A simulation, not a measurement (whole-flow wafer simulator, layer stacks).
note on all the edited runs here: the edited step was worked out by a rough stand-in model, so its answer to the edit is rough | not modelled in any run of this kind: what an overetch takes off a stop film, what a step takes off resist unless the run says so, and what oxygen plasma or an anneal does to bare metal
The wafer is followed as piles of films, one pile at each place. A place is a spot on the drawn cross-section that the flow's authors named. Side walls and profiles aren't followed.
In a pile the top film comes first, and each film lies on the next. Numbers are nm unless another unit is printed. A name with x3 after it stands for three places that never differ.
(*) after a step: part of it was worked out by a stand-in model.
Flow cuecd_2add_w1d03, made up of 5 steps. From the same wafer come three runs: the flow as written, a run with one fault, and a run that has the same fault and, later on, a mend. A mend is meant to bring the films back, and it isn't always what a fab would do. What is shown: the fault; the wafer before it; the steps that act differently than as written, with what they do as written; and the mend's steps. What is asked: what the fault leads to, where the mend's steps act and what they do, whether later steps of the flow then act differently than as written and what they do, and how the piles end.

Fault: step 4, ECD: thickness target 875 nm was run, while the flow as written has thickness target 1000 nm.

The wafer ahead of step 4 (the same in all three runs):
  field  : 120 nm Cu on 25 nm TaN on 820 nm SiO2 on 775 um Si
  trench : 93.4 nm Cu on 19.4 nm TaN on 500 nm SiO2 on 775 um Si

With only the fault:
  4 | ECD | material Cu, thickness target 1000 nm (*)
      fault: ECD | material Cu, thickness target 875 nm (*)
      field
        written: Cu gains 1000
        fault: Cu gains 875
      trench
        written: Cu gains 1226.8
        fault: Cu gains 1082.2
  Every later step of the flow that is run acts as written at every place that is followed.
  At field, trench, the piles at the end differ from the flow's by more than 2% or 0.5 nm, whichever is larger.
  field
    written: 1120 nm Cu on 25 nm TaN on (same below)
    fault: 995 nm Cu on 25 nm TaN on (same below)
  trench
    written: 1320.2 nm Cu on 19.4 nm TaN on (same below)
    fault: 1175.6 nm Cu on 19.4 nm TaN on (same below)

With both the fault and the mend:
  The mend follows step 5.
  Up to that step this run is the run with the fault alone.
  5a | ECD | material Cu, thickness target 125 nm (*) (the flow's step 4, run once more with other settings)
      field, trench
        Cu gains 125
  Every later step of the flow that is run acts as written at every place that is followed.
  When the end is reached, the piles differ only a little from the flow's at the places that both follow, at most by 2% or 0.5 nm, whichever is larger.
